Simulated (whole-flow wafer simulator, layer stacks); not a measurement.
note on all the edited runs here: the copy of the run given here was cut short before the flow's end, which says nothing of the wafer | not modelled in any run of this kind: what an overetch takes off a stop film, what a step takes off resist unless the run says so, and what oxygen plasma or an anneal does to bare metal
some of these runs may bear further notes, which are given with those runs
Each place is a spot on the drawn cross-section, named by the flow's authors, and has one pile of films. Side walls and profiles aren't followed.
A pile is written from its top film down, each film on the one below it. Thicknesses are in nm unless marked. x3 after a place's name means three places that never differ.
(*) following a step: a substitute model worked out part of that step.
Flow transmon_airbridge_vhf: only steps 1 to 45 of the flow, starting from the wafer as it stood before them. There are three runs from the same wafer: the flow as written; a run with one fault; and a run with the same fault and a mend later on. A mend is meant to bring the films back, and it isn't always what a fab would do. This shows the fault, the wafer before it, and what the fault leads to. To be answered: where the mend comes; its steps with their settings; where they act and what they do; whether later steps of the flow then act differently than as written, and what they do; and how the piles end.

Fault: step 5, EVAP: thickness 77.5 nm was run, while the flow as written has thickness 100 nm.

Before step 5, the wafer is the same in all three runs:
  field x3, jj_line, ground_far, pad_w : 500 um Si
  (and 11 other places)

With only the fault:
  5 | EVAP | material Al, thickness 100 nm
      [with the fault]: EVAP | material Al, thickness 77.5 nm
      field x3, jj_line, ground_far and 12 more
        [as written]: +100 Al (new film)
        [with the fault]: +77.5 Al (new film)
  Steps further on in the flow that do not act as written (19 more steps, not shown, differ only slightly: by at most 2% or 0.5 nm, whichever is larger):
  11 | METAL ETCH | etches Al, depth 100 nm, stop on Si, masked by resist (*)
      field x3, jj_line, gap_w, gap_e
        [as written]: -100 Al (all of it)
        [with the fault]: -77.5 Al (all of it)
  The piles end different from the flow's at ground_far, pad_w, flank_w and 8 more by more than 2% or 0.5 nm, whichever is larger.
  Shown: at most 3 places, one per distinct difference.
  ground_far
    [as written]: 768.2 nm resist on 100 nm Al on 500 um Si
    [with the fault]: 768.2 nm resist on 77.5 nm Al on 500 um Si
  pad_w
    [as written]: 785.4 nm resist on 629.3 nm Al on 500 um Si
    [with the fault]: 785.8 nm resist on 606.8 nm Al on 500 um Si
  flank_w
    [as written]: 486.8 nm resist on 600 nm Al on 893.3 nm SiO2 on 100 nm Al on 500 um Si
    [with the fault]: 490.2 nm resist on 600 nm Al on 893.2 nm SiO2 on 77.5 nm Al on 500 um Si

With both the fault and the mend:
  The mend follows step 5.
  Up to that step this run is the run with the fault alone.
  5a | EVAP | material Al, thickness 22.5 nm (a further turn of the flow's step 5, with different settings)
      field x3, jj_line, ground_far and 12 more
        +22.5 Al
  Later steps of the flow that are run all act as written at every place that is followed.
  At every place that both follow, the piles at the end match the flow's.
